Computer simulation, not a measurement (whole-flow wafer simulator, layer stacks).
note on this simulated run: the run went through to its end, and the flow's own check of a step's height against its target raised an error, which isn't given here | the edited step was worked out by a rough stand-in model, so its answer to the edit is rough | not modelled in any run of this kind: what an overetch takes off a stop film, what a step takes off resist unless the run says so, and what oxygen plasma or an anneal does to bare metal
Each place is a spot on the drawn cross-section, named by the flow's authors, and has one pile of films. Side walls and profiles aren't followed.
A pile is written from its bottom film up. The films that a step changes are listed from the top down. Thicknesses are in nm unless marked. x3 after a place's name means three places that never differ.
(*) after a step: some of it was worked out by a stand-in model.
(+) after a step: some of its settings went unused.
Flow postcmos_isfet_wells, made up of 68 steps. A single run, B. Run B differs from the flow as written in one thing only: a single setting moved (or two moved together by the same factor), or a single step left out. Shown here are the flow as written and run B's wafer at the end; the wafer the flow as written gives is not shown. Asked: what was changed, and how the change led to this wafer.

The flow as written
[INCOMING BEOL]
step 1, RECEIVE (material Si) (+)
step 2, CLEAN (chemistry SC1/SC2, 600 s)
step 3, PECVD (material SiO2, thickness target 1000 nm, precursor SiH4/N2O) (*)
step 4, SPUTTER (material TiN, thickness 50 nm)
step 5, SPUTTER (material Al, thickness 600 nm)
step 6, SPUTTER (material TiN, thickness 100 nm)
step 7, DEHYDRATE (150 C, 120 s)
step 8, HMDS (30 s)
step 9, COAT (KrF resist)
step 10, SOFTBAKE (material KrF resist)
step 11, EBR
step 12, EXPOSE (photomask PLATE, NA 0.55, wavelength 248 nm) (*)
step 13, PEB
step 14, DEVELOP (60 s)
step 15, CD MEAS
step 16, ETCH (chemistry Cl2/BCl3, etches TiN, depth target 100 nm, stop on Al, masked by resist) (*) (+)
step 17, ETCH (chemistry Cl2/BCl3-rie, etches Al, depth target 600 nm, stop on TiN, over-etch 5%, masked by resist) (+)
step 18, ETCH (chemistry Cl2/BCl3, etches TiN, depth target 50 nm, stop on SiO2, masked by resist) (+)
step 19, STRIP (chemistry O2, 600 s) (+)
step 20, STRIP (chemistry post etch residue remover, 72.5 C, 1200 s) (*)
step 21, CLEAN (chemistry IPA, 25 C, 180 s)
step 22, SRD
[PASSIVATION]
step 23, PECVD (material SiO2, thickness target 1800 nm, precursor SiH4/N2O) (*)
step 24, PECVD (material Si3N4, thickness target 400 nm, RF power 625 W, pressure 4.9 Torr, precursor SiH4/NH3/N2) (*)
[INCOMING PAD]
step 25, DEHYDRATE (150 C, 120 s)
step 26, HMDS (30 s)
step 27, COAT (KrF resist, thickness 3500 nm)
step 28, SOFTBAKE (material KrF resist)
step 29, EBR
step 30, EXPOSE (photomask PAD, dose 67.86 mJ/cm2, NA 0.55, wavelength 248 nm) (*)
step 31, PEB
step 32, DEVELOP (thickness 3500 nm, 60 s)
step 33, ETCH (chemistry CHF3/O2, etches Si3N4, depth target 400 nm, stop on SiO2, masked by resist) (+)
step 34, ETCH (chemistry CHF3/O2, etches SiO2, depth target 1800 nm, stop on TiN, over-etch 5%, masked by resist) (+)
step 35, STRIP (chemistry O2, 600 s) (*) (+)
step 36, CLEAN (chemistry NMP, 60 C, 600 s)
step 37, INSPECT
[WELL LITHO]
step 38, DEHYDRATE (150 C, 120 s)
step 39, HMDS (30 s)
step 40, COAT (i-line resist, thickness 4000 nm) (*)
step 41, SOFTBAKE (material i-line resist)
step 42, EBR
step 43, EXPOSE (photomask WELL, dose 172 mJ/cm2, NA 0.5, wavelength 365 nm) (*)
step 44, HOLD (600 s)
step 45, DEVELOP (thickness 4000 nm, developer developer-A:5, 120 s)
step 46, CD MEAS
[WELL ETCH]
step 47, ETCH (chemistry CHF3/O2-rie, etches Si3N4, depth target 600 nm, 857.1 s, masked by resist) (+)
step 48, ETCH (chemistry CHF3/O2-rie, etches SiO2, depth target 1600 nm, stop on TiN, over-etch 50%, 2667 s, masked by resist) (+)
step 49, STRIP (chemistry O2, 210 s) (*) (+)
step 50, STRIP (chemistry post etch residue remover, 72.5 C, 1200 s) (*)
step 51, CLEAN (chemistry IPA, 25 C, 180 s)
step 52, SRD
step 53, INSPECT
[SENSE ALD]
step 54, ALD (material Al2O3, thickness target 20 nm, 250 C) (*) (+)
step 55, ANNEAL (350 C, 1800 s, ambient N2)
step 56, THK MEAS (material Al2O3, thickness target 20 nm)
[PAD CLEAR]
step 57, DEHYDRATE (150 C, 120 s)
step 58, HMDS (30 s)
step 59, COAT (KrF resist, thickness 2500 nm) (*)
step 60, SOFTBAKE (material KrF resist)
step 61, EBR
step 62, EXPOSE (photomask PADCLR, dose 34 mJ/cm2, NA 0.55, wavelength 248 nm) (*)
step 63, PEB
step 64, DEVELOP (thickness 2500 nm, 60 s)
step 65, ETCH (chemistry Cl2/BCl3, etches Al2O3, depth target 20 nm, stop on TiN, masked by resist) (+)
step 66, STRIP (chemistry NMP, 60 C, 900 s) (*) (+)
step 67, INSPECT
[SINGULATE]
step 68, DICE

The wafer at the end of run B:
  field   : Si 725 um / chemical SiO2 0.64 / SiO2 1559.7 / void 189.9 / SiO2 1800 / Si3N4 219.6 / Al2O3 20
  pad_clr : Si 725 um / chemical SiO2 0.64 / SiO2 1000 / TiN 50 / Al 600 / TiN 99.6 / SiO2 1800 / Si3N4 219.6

What caused this: step 24, PECVD: thickness target 220 nm was run, while the flow as written has thickness target 400 nm.

How this came from the change, step by step:
  step 24, PECVD (material Si3N4, thickness target 400 nm, RF power 625 W, pressure 4.9 Torr, precursor SiH4/NH3/N2) (*)
      field, margin, well900, well1300 x3, pad_rim, pad_clr, pad_open: Si3N4 gains 220 (new film) (it would be, as written: Si3N4 gains 400 (new film))
  step 33, ETCH (chemistry CHF3/O2, etches Si3N4, depth target 400 nm, stop on SiO2, masked by resist) (+)
      field, margin, well900, well1300 x3, pad_rim, pad_clr: KrF resist loses 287 (it would be, as written: KrF resist loses 347.8)
      pad_open: Si3N4 loses 220 (all of it) (it would be, as written: Si3N4 loses 400 (all of it))
  step 35, STRIP (chemistry O2, 600 s) (*) (+)
      field, margin, well900, well1300 x3, pad_rim, pad_clr: KrF resist loses 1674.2 (all of it) (it would be, as written: KrF resist loses 1613.3 (all of it))
  step 41, SOFTBAKE (material i-line resist)
      pad_clr: i-line resist loses 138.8 (it would be, as written: i-line resist loses 156.7)
      pad_open: i-line resist gains 107.3 (it would be, as written: i-line resist gains 115.3)
  step 47, ETCH (chemistry CHF3/O2-rie, etches Si3N4, depth target 600 nm, 857.1 s, masked by resist) (+)
      well900, well1300 x3: Si3N4 loses 220 (all of it), SiO2 loses 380 (it would be, as written: Si3N4 loses 400 (all of it), SiO2 loses 200)
  step 48, ETCH (chemistry CHF3/O2-rie, etches SiO2, depth target 1600 nm, stop on TiN, over-etch 50%, 2667 s, masked by resist) (+)
      well900, well1300 x3: SiO2 loses 1420 (all of it) (it would be, as written: SiO2 loses 1600 (all of it))
  step 49, STRIP (chemistry O2, 210 s) (*) (+)
      pad_clr: i-line resist loses 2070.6 (all of it) (it would be, as written: i-line resist loses 1996.5 (all of it))
  step 59, COAT (KrF resist, thickness 2500 nm) (*)
      field: KrF resist gains 1535 (new film) (it would be, as written: KrF resist gains 1449 (new film))
      margin: KrF resist gains 1534.9 (new film) (it would be, as written: KrF resist gains 1448.9 (new film))
      (and at 1 other place as well)
  step 63, PEB
      field, margin: KrF resist loses 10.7 (it would be, as written: KrF resist loses 10.1)
  step 64, DEVELOP (thickness 2500 nm, 60 s)
      pad_clr: KrF resist loses 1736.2 (all of it) (it would be, as written: KrF resist loses 1676 (all of it))
  step 66, STRIP (chemistry NMP, 60 C, 900 s) (*) (+)
      field: KrF resist loses 1485.5 (all of it) (it would be, as written: KrF resist loses 1400.1 (all of it))
      margin: KrF resist loses 1485.4 (all of it) (it would be, as written: KrF resist loses 1400.1 (all of it))
      (and at 1 other place as well)
